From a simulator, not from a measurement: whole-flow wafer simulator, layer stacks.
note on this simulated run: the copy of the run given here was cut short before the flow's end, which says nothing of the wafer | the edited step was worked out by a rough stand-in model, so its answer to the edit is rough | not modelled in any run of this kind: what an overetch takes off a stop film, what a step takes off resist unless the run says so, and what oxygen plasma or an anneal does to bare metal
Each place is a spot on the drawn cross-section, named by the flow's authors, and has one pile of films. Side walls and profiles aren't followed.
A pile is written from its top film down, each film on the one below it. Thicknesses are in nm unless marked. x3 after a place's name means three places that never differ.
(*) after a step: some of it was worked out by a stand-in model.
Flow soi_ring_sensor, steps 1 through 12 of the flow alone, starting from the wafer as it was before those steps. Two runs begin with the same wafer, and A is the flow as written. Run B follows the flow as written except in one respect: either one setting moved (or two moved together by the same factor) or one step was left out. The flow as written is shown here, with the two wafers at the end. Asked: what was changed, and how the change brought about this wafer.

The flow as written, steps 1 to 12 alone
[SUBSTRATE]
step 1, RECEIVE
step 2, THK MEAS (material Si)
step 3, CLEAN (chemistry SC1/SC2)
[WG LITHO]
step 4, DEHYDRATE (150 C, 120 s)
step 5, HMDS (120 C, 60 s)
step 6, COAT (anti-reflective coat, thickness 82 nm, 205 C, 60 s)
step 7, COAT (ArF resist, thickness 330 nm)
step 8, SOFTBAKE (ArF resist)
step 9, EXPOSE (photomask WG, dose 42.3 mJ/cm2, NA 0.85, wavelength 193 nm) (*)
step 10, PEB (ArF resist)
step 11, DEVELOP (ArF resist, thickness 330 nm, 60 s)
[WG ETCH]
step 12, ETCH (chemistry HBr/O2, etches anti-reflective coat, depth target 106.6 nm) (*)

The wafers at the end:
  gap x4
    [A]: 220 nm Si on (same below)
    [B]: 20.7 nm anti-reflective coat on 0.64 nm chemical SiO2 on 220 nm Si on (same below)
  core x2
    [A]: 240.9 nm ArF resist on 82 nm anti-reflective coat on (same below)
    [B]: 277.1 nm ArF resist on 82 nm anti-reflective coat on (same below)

Cause: step 12, ETCH: depth target 61.3 nm was run, while the flow as written has depth target 106.6 nm.

Step by step, how the change led to this:
  step 12, ETCH (chemistry HBr/O2, etches anti-reflective coat, depth target 106.6 nm) (*)
      gap x4: A anti-reflective coat loses 82 (all of it), chemical SiO2 loses 0.64 (all of it) | B anti-reflective coat loses 61.3
      core x2: A ArF resist loses 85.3 | B ArF resist loses 49
